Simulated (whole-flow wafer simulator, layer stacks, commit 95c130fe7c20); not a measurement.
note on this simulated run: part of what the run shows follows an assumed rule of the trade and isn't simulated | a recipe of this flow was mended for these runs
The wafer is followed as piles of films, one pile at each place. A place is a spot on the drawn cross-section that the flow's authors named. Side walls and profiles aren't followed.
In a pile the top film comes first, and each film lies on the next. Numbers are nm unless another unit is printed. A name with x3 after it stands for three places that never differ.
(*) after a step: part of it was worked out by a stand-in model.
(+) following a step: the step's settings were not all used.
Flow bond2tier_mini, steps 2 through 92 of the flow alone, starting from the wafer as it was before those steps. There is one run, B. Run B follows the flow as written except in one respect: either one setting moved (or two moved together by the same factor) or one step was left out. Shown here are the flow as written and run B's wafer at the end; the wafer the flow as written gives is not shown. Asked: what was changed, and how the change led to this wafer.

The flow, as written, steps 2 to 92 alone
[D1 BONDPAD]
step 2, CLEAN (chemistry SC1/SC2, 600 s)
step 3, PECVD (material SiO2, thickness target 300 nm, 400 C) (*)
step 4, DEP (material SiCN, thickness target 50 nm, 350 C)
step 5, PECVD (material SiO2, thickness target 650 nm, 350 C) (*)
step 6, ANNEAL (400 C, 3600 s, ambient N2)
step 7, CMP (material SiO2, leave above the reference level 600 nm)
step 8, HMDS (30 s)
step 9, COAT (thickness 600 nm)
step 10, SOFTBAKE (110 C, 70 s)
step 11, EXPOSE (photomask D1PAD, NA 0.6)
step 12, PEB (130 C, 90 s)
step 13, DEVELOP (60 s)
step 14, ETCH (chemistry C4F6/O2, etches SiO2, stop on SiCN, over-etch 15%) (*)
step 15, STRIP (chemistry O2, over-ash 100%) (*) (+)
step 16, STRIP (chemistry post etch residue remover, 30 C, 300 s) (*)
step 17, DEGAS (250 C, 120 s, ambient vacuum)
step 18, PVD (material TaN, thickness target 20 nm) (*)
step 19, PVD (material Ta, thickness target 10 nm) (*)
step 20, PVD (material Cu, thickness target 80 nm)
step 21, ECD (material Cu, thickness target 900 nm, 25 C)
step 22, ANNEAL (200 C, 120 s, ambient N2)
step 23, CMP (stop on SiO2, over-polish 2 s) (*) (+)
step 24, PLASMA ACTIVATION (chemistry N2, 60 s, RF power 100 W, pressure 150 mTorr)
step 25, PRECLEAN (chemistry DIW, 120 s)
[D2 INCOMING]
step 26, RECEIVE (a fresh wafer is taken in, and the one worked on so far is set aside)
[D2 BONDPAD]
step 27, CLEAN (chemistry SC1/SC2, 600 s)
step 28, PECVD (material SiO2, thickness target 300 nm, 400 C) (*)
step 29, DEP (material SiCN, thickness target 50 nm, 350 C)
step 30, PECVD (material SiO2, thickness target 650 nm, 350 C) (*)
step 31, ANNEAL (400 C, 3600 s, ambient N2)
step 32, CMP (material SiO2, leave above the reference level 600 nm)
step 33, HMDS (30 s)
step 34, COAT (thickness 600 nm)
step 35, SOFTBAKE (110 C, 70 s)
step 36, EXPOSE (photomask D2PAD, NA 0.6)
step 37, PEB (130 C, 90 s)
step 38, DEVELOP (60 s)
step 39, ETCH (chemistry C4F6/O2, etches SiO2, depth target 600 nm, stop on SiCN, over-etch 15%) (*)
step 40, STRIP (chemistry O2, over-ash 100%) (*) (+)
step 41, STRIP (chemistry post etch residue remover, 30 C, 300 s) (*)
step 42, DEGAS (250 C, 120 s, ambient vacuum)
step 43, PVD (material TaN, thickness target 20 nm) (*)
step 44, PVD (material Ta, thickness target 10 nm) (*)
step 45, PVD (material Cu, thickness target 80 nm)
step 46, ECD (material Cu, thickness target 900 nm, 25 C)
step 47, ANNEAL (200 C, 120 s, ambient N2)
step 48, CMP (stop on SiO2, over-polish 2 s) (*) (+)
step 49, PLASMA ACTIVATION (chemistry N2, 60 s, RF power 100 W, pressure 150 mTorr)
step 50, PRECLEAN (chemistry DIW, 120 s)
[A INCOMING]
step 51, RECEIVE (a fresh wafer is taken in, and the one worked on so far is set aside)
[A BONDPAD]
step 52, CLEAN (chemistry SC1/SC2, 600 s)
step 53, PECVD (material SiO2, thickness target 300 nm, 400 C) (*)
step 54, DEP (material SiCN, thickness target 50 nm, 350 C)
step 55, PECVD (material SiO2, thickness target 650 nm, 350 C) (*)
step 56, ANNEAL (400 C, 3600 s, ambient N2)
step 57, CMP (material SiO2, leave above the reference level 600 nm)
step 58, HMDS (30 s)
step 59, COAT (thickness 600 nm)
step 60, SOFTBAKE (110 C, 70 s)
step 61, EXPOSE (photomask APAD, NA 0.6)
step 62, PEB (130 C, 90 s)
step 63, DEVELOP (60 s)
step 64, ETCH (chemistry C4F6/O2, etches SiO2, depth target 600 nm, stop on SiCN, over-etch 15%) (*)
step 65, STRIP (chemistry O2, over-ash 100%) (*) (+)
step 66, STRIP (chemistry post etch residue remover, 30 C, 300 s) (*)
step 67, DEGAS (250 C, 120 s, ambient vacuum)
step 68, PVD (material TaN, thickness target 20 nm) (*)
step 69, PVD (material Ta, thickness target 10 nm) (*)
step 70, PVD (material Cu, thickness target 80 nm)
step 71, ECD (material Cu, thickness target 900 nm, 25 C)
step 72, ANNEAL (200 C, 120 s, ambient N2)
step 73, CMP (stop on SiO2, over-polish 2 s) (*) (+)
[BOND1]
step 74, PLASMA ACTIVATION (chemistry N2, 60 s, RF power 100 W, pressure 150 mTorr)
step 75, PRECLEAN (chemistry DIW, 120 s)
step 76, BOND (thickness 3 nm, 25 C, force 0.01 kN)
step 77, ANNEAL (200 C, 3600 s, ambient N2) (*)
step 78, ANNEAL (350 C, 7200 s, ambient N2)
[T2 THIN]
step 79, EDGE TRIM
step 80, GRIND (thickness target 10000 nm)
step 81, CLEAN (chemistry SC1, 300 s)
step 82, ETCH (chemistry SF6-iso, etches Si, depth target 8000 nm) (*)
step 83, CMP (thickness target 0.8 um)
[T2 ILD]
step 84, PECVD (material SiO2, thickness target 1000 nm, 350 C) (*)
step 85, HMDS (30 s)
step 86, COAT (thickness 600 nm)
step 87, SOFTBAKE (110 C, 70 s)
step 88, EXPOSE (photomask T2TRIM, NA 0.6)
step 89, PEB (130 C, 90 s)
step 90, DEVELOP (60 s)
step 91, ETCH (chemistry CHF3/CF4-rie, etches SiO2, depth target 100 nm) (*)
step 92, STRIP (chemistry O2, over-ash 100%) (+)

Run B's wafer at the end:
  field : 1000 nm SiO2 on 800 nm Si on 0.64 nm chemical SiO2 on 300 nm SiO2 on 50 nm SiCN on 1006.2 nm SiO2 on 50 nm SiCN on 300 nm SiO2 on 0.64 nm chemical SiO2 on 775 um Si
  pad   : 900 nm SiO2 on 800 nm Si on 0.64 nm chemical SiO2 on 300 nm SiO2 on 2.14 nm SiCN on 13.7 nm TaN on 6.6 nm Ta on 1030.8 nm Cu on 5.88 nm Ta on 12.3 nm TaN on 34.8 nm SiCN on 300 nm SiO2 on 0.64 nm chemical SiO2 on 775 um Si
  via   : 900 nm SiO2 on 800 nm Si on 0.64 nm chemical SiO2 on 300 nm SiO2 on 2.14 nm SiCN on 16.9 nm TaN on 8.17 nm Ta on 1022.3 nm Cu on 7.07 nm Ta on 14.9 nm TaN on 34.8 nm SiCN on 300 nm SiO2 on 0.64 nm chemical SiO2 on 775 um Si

Cause: step 5, PECVD: thickness target 406.2 nm was run, while the flow as written has thickness target 650 nm.

The path from the change to this, step by step:
  step 5, PECVD (material SiO2, thickness target 650 nm, 350 C) (*)
      field, pad, via: SiO2 gains 406.2 (new film) (as written it would have been: SiO2 gains 650 (new film))
  step 7, CMP (material SiO2, leave above the reference level 600 nm)
      field, pad, via: nothing (as written it would have been: SiO2 loses 50)
  step 14, ETCH (chemistry C4F6/O2, etches SiO2, stop on SiCN, over-etch 15%) (*)
      pad, via: SiO2 loses 406.2 (all of it), SiCN loses 47.9 (as written it would have been: SiO2 loses 600 (all of it), SiCN loses 15.2)
      field: thick-KrF-resist loses 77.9 (as written it would have been: thick-KrF-resist loses 115)
  step 15, STRIP (chemistry O2, over-ash 100%) (*) (+)
      field: thick-KrF-resist loses 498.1 (all of it) (as written it would have been: thick-KrF-resist loses 460.9 (all of it))
  step 18, PVD (material TaN, thickness target 20 nm) (*)
      pad: TaN gains 13.7 (new film) (as written it would have been: TaN gains 12.3 (new film))
      via: TaN gains 16.9 (new film) (as written it would have been: TaN gains 14.9 (new film))
  step 19, PVD (material Ta, thickness target 10 nm) (*)
      pad: Ta gains 6.6 (new film) (as written it would have been: Ta gains 5.88 (new film))
      via: Ta gains 8.17 (new film) (as written it would have been: Ta gains 7.07 (new film))
  step 20, PVD (material Cu, thickness target 80 nm)
      pad: Cu gains 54 (new film) (as written it would have been: Cu gains 48.4 (new film))
      via: Cu gains 67.1 (new film) (as written it would have been: Cu gains 59 (new film))
  step 21, ECD (material Cu, thickness target 900 nm, 25 C)
      pad: Cu gains 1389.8 (as written it would have been: Cu gains 1558.7)
      via: Cu gains 1371.9 (as written it would have been: Cu gains 1544.3)
  step 76, BOND (thickness 3 nm, 25 C, force 0.01 kN)
      field: Si gains 775 um (new film), chemical SiO2 gains 0.64 (new film), SiO2 gains 300 (new film), SiCN gains 50 (new film), SiO2 gains 406.2 (as written it would have been: Si gains 775 um (new film), chemical SiO2 gains 0.64 (new film), SiO2 gains 300 (new film), SiCN gains 50 (new film), SiO2 gains 600)
      pad: Si gains 775 um (new film), chemical SiO2 gains 0.64 (new film), SiO2 gains 300 (new film), SiCN gains 2.14 (new film), TaN gains 13.7 (new film), Ta gains 6.6 (new film), Cu gains 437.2 (as written it would have been: Si gains 775 um (new film), chemical SiO2 gains 0.64 (new film), SiO2 gains 300 (new film), SiCN gains 34.8 (new film), TaN gains 12.3 (new film), Ta gains 5.88 (new film), Cu gains 600.4)
      (as well as at 1 more place)
